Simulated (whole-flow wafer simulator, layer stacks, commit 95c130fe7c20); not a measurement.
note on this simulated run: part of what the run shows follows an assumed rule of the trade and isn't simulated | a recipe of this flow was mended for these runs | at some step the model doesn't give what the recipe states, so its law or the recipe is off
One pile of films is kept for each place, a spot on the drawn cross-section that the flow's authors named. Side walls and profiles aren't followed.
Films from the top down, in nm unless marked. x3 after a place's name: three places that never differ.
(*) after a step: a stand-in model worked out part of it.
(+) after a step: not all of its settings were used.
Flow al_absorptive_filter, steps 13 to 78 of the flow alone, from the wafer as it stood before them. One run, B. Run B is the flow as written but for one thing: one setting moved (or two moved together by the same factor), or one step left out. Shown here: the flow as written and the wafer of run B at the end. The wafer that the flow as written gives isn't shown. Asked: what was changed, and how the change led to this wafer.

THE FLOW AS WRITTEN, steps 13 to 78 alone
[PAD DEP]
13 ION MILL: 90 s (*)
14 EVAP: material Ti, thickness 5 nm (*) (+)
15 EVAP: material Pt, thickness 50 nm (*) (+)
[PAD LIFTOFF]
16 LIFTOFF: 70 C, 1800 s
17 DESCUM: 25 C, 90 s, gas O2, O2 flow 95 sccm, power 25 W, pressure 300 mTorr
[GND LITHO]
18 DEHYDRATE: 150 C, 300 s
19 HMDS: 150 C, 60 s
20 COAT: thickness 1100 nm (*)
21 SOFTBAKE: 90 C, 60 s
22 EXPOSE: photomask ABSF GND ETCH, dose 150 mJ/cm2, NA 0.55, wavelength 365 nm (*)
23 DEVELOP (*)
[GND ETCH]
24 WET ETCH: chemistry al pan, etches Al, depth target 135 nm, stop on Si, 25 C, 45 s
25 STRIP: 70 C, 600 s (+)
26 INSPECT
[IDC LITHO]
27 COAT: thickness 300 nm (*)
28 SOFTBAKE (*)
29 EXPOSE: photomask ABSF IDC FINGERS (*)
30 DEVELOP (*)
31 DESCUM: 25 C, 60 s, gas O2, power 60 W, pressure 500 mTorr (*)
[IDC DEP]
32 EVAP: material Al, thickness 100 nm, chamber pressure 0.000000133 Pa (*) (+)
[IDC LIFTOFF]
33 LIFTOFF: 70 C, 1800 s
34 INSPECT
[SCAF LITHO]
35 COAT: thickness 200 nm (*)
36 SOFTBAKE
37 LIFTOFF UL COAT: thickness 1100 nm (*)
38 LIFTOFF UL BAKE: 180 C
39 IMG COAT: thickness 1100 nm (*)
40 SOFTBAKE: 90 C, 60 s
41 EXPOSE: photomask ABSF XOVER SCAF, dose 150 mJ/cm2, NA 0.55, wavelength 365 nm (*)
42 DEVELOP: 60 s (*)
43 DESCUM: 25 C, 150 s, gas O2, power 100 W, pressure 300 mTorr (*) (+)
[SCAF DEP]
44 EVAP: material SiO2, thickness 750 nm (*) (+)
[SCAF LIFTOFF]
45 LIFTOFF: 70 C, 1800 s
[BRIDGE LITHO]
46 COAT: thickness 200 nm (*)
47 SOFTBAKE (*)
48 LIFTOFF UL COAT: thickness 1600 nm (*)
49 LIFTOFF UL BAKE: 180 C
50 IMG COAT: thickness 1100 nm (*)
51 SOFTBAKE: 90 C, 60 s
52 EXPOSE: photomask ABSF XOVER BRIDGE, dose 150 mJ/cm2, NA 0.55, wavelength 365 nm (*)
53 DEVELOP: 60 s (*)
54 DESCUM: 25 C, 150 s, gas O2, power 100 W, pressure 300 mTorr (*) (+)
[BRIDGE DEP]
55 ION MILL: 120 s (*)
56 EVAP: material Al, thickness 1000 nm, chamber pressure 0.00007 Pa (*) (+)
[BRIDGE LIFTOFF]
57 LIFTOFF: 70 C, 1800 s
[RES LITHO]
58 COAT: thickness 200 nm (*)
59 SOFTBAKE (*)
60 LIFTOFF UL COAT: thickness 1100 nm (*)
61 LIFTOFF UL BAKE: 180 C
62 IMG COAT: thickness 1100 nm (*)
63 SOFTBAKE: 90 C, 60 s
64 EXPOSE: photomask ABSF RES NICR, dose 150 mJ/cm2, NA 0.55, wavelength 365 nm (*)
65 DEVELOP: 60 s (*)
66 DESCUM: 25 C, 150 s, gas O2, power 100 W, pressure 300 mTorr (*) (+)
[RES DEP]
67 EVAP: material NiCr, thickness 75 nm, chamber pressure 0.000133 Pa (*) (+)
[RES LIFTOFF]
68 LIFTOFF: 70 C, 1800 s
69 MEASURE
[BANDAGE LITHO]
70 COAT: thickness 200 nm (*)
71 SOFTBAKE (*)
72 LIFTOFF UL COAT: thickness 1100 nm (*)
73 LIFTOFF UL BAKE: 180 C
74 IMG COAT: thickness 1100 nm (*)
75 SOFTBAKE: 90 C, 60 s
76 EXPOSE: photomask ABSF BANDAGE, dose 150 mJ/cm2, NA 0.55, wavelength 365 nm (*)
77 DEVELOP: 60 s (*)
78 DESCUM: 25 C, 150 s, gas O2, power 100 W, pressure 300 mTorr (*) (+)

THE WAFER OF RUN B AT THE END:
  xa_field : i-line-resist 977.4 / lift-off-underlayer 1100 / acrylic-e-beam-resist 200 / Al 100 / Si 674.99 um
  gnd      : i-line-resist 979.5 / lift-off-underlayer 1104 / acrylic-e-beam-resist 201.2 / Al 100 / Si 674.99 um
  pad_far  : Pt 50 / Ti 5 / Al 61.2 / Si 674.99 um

The cause: step 13, ION MILL: 76 s was run, where the flow has 90 s.

How the change led to this, step by step:
  13 ION MILL: 90 s (*)
      gnd, ledge, res and 9 more: i-line-resist -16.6 (as written it would be: i-line-resist -19.6)
      pad_far, pad_near: Al -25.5 (as written it would be: Al -30.2)
